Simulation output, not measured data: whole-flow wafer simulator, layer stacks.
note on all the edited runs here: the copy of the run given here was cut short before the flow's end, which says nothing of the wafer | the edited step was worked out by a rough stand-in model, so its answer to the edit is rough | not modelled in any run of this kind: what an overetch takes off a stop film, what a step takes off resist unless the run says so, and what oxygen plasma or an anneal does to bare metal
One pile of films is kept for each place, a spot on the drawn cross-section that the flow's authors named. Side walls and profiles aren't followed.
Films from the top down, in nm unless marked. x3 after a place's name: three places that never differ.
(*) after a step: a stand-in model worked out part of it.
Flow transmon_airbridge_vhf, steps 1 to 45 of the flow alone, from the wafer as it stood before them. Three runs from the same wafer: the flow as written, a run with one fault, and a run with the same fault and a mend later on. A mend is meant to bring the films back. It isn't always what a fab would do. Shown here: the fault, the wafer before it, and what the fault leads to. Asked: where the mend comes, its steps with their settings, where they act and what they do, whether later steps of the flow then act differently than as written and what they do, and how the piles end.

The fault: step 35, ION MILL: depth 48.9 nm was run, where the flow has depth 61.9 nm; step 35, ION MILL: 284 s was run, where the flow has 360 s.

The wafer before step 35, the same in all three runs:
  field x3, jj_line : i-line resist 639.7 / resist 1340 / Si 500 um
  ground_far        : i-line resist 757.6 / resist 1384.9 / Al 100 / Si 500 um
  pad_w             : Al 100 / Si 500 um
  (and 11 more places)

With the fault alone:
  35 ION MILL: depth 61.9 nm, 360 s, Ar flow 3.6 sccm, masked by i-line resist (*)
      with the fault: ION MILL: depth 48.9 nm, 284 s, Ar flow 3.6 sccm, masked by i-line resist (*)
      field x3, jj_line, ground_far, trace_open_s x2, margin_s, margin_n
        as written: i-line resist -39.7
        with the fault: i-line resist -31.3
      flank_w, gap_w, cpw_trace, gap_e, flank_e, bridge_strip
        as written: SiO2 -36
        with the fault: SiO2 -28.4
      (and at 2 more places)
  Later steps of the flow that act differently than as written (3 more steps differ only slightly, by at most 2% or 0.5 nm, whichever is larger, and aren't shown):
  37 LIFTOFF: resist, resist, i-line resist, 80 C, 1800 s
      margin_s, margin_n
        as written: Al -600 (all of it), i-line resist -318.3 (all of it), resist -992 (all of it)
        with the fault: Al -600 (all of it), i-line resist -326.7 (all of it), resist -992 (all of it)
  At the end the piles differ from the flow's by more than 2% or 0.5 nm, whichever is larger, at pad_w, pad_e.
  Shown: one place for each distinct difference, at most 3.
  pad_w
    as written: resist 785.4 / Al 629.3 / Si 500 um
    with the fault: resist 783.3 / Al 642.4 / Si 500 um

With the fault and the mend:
  The mend comes after step 35.
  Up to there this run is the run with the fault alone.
  35a ION MILL: depth 13 nm, 75.61 s, Ar flow 3.6 sccm, masked by i-line resist (*) (the flow's step 35 once more, with other settings)
      field x3, jj_line, ground_far, trace_open_s x2, margin_s, margin_n
        i-line resist -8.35
      flank_w, gap_w, cpw_trace, gap_e, flank_e, bridge_strip
        SiO2 -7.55
      pad_w, pad_e
        Al -13
  No later step of the flow acts differently than as written, at any place that is followed, by more than 2% or 0.5 nm, whichever is larger.
  At the end the piles differ from the flow's only slightly at the places that both follow, by at most 2% or 0.5 nm, whichever is larger.
